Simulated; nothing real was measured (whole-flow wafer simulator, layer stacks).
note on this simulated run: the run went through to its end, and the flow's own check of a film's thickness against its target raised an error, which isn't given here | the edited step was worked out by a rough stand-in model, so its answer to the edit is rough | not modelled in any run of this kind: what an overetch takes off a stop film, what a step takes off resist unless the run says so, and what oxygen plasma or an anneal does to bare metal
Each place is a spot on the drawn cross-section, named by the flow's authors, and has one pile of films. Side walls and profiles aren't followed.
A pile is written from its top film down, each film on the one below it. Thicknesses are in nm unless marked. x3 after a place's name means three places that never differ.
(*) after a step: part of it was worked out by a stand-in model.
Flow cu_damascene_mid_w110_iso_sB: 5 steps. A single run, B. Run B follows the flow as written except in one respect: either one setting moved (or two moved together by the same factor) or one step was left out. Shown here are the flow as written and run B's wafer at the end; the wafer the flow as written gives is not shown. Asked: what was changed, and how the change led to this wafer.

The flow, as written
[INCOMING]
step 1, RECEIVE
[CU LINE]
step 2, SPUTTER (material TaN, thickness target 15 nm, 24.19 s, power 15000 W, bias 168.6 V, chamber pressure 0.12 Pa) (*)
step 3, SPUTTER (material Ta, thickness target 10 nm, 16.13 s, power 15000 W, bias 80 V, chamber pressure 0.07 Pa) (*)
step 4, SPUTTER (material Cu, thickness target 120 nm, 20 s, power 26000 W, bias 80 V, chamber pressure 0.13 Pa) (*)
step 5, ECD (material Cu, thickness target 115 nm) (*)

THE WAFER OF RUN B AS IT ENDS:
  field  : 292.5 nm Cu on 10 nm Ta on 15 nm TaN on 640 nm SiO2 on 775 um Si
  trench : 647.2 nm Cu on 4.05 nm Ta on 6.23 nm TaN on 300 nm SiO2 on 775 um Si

What caused this: step 5, ECD: thickness target 172.5 nm was run, though the flow has thickness target 115 nm.

Step by step, how the change led to this:
  step 5, ECD (material Cu, thickness target 115 nm) (*)
      field: +172.5 Cu (as written it would have been: +115 Cu)
      trench: +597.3 Cu (as written it would have been: +539.8 Cu)
